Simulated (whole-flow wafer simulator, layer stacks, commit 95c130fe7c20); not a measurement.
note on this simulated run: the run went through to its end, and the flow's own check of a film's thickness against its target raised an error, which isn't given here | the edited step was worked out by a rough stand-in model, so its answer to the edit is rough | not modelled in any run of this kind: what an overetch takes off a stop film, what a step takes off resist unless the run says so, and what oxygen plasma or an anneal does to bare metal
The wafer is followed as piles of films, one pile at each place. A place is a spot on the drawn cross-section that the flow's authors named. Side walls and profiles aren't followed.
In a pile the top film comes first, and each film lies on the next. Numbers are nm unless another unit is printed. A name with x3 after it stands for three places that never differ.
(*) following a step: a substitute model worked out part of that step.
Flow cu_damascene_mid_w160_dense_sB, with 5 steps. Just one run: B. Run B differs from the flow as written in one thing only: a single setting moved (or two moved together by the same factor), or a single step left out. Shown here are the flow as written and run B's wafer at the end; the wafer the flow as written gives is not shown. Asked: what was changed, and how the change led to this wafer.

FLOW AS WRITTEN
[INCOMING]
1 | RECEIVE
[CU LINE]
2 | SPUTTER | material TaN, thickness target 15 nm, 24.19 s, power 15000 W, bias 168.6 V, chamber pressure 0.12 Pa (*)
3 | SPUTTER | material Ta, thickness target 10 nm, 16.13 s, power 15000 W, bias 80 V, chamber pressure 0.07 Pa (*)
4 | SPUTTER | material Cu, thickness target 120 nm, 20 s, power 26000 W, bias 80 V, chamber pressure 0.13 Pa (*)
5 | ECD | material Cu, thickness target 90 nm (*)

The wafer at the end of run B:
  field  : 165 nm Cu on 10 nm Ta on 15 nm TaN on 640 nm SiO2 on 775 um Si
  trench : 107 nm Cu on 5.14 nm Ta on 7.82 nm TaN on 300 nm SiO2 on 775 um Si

Cause: step 5, ECD: thickness target 45 nm was run, while the flow as written has thickness target 90 nm.

The path from the change to this, step by step:
  5 | ECD | material Cu, thickness target 90 nm (*)
      field: Cu gains 45 (it would be, as written: Cu gains 90)
      trench: Cu gains 45 (it would be, as written: Cu gains 500)
